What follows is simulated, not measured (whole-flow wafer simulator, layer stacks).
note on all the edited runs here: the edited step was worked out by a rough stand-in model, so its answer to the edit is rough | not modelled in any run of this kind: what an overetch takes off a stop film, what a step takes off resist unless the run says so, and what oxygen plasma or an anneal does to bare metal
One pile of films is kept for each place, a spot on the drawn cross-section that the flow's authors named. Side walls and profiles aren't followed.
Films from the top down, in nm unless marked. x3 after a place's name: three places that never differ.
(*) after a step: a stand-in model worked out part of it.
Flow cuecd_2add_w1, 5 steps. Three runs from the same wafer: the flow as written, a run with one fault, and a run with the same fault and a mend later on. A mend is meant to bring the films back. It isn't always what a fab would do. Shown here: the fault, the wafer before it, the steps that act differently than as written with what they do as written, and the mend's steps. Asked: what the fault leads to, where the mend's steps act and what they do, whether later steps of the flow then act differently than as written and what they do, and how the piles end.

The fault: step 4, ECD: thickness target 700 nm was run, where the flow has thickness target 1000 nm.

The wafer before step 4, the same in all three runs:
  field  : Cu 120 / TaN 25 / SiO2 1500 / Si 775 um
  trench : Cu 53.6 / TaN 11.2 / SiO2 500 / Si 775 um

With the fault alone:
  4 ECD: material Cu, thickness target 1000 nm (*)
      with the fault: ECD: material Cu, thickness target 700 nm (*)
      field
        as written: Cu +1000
        with the fault: Cu +700
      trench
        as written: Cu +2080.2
        with the fault: Cu +1780.2
  No later step of the flow acts differently than as written at any place that is followed.
  At the end the piles differ from the flow's by more than 2% or 0.5 nm, whichever is larger, at field, trench.
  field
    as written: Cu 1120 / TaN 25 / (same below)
    with the fault: Cu 820 / TaN 25 / (same below)
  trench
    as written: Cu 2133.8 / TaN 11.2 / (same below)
    with the fault: Cu 1833.8 / TaN 11.2 / (same below)

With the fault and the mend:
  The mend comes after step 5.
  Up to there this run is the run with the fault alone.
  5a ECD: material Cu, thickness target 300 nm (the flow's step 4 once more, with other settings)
      field, trench
        Cu +300
  No later step of the flow acts differently than as written at any place that is followed.
  At the end the piles are the same as the flow's at every place that both follow.
